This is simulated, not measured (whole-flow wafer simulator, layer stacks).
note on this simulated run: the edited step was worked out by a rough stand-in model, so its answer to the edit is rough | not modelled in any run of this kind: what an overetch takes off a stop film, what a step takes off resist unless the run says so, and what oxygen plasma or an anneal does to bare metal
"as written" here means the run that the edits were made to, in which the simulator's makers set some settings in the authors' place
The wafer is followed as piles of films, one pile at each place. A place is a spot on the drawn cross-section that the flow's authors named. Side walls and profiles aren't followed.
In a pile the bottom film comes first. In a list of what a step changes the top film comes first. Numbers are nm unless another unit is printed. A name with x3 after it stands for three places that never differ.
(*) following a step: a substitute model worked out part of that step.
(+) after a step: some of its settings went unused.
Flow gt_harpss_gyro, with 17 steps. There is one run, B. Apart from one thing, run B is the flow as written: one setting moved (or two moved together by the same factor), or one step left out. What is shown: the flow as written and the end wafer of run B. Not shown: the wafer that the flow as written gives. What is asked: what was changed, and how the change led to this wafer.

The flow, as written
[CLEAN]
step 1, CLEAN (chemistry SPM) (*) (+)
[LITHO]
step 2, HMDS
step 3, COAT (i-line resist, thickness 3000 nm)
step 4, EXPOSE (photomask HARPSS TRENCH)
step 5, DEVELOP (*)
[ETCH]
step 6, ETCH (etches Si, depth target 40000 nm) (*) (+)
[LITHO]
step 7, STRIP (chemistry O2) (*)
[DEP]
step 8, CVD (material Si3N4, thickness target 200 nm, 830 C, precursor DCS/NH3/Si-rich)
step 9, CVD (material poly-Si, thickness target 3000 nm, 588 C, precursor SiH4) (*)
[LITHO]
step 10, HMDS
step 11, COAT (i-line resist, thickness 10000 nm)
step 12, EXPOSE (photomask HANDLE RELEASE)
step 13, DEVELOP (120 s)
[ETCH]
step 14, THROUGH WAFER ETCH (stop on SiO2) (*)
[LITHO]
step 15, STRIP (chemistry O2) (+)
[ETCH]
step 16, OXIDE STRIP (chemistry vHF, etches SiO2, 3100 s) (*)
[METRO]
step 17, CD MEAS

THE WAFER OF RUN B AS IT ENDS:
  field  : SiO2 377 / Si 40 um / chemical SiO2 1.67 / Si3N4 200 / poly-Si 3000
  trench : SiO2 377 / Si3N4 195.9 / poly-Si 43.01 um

The reason: step 16, OXIDE STRIP: 2092 s was run, while the flow as written has 3100 s.

The path from the change to this, step by step:
  step 16, OXIDE STRIP (chemistry vHF, etches SiO2, 3100 s) (*)
      field: under 4 films: SiO2 loses 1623 (it would be, as written: under 4 films: SiO2 loses 2000 (all of it))
      trench: under 2 films: SiO2 loses 1623 (it would be, as written: under 2 films: SiO2 loses 2000 (all of it))
